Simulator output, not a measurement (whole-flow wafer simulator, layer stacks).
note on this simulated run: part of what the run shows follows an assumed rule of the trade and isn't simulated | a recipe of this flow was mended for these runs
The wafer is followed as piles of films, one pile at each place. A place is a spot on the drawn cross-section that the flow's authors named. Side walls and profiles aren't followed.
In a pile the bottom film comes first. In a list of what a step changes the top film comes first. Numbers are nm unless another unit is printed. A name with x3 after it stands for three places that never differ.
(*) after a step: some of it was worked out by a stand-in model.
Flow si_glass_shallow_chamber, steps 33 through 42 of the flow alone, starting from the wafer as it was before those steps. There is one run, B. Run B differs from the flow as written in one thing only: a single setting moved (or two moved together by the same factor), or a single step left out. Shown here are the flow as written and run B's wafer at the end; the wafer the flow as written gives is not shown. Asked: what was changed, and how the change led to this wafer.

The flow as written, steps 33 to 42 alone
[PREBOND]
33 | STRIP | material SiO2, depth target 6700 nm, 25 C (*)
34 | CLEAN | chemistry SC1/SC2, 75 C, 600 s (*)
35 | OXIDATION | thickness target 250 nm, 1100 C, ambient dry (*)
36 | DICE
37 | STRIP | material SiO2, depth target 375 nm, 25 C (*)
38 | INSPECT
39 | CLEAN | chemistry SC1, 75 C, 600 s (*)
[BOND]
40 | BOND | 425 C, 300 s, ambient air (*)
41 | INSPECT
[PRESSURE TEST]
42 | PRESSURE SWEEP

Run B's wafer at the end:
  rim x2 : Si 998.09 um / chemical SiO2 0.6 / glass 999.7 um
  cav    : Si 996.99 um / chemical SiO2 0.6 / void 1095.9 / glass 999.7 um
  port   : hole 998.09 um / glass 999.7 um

The reason: step 35, OXIDATION: 1065 C was run, while the flow as written has 1100 C.

How this came from the change, step by step:
  35 | OXIDATION | thickness target 250 nm, 1100 C, ambient dry (*)
      rim x2, cav, septum, ring: +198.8 SiO2 (new film), -0.6 chemical SiO2 (all of it), -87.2 Si (it would be, as written: +250 SiO2 (new film), -0.6 chemical SiO2 (all of it), -109.7 Si)
  37 | STRIP | material SiO2, depth target 375 nm, 25 C (*)
      rim x2, cav, septum, ring: -198.8 SiO2 (all of it) (it would be, as written: -250 SiO2 (all of it))
  40 | BOND | 425 C, 300 s, ambient air (*)
      port: +999.7 um glass (new film), +1039.8 hole (it would be, as written: +999.7 um glass (new film), +1017.3 hole)
